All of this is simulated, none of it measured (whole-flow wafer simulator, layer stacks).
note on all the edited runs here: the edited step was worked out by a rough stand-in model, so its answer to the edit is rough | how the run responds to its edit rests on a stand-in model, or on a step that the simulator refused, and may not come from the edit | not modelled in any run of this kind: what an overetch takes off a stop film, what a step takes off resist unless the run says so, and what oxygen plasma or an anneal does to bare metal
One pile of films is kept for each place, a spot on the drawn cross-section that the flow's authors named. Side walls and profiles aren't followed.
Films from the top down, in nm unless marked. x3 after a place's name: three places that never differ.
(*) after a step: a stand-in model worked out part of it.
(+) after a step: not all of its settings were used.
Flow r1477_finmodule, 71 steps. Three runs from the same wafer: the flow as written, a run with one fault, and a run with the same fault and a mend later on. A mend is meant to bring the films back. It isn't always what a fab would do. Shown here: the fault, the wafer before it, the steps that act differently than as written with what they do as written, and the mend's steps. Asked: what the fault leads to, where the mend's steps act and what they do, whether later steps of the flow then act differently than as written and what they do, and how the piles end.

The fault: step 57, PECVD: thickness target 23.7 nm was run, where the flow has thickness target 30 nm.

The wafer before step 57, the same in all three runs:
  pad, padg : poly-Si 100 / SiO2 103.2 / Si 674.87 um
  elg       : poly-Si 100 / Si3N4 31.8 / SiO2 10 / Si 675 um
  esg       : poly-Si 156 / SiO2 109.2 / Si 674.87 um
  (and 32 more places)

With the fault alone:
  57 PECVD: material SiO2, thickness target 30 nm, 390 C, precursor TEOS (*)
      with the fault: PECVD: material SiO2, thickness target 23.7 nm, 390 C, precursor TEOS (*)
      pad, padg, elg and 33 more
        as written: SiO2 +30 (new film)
        with the fault: SiO2 +23.7 (new film)
  Later steps of the flow that act differently than as written (3 more steps differ only slightly, by at most 2% or 0.5 nm, whichever is larger, and aren't shown):
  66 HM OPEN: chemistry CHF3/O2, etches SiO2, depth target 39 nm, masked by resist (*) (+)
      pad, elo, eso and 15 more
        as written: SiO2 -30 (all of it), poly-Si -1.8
        with the fault: SiO2 -23.7 (all of it), poly-Si -2.37
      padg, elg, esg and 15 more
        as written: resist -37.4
        with the fault: resist -34.1
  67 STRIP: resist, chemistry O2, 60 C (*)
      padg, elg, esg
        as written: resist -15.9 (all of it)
        with the fault: resist -19.2 (all of it)
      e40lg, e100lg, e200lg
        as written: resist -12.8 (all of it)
        with the fault: resist -16.1 (all of it)
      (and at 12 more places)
  At the end the piles differ from the flow's by more than 2% or 0.5 nm, whichever is larger, at padg, elg, esg and 15 more.
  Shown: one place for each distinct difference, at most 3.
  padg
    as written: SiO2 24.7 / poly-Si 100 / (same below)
    with the fault: SiO2 18.4 / poly-Si 100 / (same below)
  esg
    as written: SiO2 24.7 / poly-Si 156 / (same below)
    with the fault: SiO2 18.4 / poly-Si 156 / (same below)
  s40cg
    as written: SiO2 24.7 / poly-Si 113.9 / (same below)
    with the fault: SiO2 18.4 / poly-Si 113.9 / (same below)

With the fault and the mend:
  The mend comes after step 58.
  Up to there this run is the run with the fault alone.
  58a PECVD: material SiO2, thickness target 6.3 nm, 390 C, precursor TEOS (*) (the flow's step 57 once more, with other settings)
      pad, padg, elg and 33 more
        SiO2 +6.3
  No later step of the flow acts differently than as written at any place that is followed.
  At the end the piles are the same as the flow's at every place that both follow.
